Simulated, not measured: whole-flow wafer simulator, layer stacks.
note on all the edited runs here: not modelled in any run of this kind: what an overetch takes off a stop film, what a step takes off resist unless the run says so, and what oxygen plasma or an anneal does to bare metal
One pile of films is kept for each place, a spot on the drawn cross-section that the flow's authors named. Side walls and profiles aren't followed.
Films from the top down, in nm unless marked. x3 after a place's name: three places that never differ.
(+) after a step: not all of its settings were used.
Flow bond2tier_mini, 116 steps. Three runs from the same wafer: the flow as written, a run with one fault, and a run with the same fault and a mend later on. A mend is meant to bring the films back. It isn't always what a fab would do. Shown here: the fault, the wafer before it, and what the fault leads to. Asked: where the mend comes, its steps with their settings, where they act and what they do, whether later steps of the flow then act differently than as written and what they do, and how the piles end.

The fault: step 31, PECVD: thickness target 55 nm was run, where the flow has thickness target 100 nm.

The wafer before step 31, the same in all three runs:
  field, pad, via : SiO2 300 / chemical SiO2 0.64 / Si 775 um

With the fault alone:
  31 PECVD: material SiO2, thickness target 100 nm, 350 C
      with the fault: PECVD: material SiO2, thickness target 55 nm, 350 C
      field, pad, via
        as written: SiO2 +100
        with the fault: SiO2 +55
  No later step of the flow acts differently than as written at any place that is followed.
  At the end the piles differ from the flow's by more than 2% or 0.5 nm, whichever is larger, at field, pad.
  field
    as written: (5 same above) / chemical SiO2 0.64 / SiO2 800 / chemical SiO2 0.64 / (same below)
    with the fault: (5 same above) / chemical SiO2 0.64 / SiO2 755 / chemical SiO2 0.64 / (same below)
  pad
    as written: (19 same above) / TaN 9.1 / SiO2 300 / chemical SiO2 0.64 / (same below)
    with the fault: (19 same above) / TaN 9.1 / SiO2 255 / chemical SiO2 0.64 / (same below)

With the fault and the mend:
  The mend comes after step 36.
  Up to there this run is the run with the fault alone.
  36a STRIP: chemistry O2, over-ash 100% (+)
      field
        KrF resist -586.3 (all of it)
  36b PECVD: material SiO2, thickness target 45 nm, 350 C (the flow's step 31 once more, with other settings)
      field, pad, via
        SiO2 +45
  36c COAT: KrF resist, thickness 600 nm (the flow's step 32 once more)
      field, pad, via
        KrF resist +600 (new film)
  36d SOFTBAKE: KrF resist (the flow's step 33 once more)
      changes no film at any place that is followed
  36e EXPOSE: photomask APAD, NA 0.6 (the flow's step 34 once more)
      changes no film at any place that is followed
  36f PEB: KrF resist (the flow's step 35 once more)
      changes no film at any place that is followed
  36g DEVELOP: developer TMAH-0.26N, 60 s (the flow's step 36 once more)
      pad, via
        KrF resist -600 (all of it)
      field
        KrF resist -13.7
  No later step of the flow acts differently than as written at any place that is followed.
  At the end the piles are the same as the flow's at every place that both follow.
